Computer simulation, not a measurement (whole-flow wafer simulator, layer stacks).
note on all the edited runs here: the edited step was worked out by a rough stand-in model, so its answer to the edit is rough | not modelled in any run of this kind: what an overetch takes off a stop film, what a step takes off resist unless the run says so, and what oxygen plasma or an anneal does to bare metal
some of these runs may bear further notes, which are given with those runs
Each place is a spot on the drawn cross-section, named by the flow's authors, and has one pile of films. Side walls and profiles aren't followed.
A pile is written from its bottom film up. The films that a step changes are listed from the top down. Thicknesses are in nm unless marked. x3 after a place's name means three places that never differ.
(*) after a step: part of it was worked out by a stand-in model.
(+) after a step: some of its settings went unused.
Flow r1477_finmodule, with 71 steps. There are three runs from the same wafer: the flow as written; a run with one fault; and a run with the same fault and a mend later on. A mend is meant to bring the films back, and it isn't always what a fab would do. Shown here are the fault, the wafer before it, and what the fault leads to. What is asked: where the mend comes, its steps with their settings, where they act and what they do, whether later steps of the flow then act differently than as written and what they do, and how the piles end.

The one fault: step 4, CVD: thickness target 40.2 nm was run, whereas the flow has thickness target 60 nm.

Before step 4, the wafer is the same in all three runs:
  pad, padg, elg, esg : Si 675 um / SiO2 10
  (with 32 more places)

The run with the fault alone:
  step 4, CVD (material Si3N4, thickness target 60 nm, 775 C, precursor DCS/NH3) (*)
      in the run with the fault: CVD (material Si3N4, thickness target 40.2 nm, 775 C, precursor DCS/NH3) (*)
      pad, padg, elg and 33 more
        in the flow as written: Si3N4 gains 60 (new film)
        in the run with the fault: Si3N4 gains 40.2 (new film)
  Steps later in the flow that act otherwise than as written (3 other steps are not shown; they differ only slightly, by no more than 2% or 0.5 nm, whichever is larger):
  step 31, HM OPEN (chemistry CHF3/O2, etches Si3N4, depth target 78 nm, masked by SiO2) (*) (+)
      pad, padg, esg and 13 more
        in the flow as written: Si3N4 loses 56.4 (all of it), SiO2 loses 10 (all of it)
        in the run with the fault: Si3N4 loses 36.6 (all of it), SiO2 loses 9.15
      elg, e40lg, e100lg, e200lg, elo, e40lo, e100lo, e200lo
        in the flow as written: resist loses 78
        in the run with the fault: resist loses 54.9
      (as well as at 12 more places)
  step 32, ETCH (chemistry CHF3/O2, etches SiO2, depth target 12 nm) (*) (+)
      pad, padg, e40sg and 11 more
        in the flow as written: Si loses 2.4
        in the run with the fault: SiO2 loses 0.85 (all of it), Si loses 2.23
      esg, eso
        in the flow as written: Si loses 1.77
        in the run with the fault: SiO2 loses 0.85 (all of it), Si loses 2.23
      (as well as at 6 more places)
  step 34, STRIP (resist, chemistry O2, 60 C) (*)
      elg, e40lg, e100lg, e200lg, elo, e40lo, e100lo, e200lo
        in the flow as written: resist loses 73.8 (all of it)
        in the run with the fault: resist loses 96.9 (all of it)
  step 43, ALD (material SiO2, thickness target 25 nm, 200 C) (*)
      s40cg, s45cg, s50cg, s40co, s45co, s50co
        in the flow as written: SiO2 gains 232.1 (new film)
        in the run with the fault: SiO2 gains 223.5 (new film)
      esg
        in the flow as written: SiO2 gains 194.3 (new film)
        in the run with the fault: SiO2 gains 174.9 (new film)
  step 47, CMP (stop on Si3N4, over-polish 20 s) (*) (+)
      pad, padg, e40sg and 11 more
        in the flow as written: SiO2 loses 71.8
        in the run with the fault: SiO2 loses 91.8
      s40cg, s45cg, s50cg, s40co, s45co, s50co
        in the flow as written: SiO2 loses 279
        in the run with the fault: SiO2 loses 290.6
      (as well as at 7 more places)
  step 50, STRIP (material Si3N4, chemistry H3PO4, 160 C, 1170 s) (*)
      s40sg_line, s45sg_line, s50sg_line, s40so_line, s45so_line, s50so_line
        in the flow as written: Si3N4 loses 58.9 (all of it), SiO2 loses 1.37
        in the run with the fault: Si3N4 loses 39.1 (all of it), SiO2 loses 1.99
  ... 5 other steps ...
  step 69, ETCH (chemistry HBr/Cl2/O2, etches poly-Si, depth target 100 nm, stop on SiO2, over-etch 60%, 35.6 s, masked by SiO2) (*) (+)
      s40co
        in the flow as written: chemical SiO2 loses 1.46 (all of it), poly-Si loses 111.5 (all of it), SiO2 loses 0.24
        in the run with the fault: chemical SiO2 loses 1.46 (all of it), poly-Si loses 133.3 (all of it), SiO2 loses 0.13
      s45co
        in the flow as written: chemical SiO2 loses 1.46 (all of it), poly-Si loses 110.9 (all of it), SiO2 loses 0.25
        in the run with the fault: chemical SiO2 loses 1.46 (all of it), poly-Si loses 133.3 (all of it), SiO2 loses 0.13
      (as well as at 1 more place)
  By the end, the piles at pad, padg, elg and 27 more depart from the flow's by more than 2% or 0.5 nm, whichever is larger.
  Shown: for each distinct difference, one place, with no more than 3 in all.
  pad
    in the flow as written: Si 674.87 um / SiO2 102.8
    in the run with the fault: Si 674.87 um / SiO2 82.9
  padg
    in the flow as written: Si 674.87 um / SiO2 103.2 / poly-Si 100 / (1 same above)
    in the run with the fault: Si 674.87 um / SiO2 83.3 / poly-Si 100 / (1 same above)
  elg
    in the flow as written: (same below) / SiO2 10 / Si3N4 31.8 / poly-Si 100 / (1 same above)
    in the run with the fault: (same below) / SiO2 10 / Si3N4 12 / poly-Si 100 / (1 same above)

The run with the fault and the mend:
  The mend follows step 5.
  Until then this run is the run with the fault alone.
  step 5a, CVD (material Si3N4, thickness target 19.8 nm, 775 C, precursor DCS/NH3) (*) (the flow's step 4, run once more with other settings)
      pad, padg, elg and 33 more
        Si3N4 gains 19.8
  Later steps of the flow that are run all act as written at every place that is followed.
  By the end, the piles equal the flow's at every place that both follow.
